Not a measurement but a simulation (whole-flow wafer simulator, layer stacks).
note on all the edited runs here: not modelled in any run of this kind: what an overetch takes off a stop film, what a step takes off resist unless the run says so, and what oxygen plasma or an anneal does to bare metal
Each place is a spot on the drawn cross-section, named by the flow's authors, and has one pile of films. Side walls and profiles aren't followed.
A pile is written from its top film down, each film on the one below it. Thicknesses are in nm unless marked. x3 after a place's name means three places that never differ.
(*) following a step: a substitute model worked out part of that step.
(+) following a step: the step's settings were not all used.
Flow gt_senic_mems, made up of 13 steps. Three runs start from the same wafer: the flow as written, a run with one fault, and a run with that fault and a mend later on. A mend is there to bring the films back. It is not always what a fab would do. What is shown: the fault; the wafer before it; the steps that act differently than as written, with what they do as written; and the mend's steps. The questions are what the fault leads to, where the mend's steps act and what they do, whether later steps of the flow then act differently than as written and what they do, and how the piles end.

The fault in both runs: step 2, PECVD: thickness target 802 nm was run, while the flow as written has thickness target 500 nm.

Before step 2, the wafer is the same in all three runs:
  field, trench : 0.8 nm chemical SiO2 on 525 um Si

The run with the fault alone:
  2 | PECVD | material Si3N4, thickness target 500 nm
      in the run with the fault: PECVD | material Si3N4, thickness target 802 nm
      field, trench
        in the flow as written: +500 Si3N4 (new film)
        in the run with the fault: +802 Si3N4 (new film)
  Steps further on in the flow that do not act as written (2 other steps are not shown; they differ only slightly, by no more than 2% or 0.5 nm, whichever is larger):
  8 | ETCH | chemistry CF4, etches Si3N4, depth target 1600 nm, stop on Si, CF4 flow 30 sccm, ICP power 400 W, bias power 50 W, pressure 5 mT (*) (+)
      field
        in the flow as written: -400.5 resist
        in the run with the fault: -601.9 resist
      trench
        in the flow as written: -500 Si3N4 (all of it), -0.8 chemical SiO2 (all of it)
        in the run with the fault: -802 Si3N4 (all of it), -0.8 chemical SiO2 (all of it)
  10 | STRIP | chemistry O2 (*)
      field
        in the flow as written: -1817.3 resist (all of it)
        in the run with the fault: -1616 resist (all of it)
  The piles end different from the flow's at field by more than 2% or 0.5 nm, whichever is larger.
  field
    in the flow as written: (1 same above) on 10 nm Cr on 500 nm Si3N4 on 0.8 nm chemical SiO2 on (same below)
    in the run with the fault: (1 same above) on 10 nm Cr on 802 nm Si3N4 on 0.8 nm chemical SiO2 on (same below)

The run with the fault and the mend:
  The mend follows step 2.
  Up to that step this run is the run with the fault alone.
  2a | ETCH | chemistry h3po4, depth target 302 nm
      field, trench
        -302 Si3N4
  Every later step of the flow that is run acts as written at every place that is followed.
  The piles end the same as the flow's at every place that both follow.
